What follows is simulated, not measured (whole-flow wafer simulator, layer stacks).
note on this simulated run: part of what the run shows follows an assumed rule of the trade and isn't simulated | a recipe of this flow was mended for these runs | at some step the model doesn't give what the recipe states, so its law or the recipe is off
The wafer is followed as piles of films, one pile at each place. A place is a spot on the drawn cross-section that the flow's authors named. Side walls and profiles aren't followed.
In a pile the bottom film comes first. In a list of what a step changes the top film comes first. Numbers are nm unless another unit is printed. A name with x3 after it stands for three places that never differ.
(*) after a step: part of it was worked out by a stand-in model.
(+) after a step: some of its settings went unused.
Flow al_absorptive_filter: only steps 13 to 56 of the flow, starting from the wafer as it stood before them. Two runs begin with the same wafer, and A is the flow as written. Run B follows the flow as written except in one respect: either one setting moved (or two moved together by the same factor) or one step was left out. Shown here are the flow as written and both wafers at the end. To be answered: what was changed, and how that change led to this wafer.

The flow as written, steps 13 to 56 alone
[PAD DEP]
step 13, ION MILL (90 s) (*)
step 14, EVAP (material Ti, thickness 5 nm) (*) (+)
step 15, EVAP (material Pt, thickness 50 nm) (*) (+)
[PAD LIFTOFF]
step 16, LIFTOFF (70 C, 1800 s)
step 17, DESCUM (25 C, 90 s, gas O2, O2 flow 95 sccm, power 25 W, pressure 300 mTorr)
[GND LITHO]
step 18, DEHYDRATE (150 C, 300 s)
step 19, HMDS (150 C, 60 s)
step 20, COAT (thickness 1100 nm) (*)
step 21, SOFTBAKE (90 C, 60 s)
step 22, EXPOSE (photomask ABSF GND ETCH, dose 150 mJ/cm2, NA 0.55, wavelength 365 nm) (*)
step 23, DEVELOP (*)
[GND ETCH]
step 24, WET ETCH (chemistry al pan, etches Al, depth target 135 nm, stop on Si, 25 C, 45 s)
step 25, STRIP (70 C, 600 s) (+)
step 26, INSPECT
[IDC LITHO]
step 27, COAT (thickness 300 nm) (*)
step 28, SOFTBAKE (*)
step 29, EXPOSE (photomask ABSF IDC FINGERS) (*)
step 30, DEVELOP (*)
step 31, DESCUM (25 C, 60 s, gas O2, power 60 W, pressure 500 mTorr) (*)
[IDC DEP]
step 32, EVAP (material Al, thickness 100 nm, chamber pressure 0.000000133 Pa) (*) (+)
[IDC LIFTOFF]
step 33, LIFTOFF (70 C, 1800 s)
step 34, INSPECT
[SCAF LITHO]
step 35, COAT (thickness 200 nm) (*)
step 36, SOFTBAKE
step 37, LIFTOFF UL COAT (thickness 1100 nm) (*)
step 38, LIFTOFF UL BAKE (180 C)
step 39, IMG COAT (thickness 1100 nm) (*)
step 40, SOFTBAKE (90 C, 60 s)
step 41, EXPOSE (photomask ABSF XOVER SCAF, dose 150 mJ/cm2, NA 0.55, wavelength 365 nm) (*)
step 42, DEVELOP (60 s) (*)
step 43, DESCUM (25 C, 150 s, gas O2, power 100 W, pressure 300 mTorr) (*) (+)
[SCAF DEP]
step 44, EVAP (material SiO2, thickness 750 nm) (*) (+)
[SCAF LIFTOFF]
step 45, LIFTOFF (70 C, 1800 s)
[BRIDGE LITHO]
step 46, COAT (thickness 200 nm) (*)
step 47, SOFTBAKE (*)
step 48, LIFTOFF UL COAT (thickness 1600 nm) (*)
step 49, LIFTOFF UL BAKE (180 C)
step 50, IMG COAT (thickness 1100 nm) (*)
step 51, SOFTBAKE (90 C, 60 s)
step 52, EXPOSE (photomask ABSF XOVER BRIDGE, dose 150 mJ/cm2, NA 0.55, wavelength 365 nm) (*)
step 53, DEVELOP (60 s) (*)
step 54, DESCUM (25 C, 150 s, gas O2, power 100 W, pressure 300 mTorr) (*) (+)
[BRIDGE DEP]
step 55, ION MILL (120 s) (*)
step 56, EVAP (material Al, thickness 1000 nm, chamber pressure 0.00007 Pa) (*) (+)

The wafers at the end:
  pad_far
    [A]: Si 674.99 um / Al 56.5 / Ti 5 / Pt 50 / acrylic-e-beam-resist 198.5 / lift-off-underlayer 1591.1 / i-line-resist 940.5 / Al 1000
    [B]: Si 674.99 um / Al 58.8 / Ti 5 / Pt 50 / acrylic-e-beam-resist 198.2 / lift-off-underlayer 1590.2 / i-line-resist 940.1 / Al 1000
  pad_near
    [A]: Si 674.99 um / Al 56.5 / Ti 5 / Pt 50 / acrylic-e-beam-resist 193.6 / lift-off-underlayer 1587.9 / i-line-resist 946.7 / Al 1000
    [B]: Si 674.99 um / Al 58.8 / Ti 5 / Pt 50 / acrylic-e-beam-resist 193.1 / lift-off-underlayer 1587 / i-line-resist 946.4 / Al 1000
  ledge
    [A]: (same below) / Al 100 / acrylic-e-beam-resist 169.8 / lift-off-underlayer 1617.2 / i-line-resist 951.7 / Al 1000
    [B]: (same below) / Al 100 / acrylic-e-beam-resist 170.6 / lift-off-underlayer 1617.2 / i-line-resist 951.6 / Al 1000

What caused this: step 13, ION MILL: 83 s was run, whereas the flow has 90 s.

The path from the change to this, step by step:
  step 13, ION MILL (90 s) (*)
      gnd, ledge, res and 9 more: A i-line-resist loses 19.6 | B i-line-resist loses 18.1
      pad_far, pad_near: A Al loses 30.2 | B Al loses 27.8
